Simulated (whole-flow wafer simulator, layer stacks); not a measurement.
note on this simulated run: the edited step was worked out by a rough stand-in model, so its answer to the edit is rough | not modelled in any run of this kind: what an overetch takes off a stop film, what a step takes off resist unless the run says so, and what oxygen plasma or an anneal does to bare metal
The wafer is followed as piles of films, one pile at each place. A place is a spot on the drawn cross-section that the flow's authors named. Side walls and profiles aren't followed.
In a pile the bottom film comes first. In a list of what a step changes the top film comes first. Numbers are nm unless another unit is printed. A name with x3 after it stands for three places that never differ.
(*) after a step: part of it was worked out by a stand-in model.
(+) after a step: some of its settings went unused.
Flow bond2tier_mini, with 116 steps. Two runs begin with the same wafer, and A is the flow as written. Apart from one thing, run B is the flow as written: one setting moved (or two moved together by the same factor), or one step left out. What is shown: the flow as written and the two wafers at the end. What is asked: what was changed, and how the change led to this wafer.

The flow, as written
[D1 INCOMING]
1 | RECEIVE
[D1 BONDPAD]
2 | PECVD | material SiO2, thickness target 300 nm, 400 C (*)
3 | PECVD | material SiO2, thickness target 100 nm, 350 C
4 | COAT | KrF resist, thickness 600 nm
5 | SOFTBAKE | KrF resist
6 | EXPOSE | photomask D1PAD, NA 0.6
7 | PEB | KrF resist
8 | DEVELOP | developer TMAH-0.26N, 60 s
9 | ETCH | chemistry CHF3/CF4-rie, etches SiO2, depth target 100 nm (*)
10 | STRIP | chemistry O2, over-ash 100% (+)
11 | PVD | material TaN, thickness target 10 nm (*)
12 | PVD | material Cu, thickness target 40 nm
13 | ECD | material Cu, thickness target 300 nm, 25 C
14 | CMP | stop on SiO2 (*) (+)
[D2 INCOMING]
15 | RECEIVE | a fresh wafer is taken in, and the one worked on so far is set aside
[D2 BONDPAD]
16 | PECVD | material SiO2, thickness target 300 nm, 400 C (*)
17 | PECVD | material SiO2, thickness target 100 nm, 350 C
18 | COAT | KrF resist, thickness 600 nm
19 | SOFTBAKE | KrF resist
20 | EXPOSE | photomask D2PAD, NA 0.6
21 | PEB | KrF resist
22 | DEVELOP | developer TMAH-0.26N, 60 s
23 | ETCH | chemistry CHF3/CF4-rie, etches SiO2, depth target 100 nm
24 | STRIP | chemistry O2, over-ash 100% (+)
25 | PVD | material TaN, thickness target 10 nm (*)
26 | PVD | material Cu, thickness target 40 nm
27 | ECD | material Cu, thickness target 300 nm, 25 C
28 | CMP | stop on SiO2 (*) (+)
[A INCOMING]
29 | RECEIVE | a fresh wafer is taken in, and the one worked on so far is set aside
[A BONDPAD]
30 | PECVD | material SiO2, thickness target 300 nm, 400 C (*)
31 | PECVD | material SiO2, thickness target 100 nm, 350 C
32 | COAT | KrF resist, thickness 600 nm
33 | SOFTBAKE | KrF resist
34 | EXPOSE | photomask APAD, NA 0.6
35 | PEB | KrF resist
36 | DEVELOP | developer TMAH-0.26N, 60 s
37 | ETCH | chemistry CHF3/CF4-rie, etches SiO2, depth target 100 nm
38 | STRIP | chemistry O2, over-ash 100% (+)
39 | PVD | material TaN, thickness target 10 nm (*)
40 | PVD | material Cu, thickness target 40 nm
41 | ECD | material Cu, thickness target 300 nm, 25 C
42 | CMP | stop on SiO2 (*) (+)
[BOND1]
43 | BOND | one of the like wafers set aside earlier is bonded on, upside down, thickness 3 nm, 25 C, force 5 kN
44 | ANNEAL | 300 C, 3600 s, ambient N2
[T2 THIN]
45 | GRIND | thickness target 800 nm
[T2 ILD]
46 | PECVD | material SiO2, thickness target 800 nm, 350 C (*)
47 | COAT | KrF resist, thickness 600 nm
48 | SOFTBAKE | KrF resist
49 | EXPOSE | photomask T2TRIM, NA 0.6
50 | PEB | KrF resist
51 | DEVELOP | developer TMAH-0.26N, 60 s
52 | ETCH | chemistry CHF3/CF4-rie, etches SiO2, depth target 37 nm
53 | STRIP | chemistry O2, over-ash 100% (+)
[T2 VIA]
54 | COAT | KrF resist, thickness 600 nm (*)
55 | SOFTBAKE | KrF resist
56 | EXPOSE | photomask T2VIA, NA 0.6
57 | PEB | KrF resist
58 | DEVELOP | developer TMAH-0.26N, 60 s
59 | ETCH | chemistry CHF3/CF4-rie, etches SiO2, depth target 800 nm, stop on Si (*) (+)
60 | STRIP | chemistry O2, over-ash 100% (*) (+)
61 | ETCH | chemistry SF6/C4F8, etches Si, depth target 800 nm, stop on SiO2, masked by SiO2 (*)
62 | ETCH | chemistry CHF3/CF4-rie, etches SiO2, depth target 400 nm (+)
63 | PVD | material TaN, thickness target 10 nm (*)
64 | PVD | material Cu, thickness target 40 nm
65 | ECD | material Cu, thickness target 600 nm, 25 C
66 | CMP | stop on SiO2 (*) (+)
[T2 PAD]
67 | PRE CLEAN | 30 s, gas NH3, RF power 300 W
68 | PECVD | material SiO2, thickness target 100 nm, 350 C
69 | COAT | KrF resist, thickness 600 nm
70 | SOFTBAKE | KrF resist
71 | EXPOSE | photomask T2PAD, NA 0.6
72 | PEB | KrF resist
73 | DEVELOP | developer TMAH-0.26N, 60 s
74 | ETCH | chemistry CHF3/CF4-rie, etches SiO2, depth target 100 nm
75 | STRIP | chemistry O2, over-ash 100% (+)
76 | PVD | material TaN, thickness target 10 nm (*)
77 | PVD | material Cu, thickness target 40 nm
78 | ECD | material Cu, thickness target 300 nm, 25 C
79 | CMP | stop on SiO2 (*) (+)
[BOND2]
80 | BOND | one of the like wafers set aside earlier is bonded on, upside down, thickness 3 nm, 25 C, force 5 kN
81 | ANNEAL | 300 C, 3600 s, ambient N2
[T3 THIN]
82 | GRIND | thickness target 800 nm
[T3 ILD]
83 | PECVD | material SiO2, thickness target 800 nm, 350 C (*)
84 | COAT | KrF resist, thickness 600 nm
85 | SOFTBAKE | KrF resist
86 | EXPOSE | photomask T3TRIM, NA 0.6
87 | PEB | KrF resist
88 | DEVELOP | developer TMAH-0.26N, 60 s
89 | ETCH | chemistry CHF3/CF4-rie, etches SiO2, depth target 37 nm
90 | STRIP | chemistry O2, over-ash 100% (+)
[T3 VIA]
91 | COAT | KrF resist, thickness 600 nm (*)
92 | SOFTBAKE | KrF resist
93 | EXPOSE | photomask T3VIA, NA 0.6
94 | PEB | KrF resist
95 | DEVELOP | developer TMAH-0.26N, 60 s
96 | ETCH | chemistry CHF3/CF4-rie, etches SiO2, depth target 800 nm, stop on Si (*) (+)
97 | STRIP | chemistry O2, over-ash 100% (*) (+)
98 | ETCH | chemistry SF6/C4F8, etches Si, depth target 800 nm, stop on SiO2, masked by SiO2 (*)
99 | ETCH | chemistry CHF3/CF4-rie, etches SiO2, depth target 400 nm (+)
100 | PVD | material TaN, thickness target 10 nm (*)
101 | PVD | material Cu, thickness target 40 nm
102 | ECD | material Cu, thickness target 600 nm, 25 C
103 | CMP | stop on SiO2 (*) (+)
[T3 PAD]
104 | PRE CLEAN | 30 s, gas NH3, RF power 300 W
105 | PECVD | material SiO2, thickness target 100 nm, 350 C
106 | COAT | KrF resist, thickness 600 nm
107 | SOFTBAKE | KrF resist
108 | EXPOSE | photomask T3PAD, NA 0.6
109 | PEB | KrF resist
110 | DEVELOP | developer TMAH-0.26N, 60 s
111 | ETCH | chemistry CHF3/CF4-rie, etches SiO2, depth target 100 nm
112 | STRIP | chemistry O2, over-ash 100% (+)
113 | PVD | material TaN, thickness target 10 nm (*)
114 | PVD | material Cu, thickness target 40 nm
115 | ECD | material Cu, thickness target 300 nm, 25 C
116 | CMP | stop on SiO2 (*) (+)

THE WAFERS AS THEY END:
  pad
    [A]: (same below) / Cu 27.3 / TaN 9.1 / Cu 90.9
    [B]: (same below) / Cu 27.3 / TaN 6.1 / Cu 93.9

What caused this: step 113, PVD: thickness target 6.7 nm was run, whereas the flow has thickness target 10 nm.

The path from the change to this, step by step:
  113 | PVD | material TaN, thickness target 10 nm (*)
      field: A +10 TaN (new film) | B +6.7 TaN (new film)
      pad: A +9.1 TaN (new film) | B +6.1 TaN (new film)
  116 | CMP | stop on SiO2 (*) (+)
      field: A -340 Cu (all of it), -10 TaN (all of it) | B -340 Cu (all of it), -6.7 TaN (all of it)
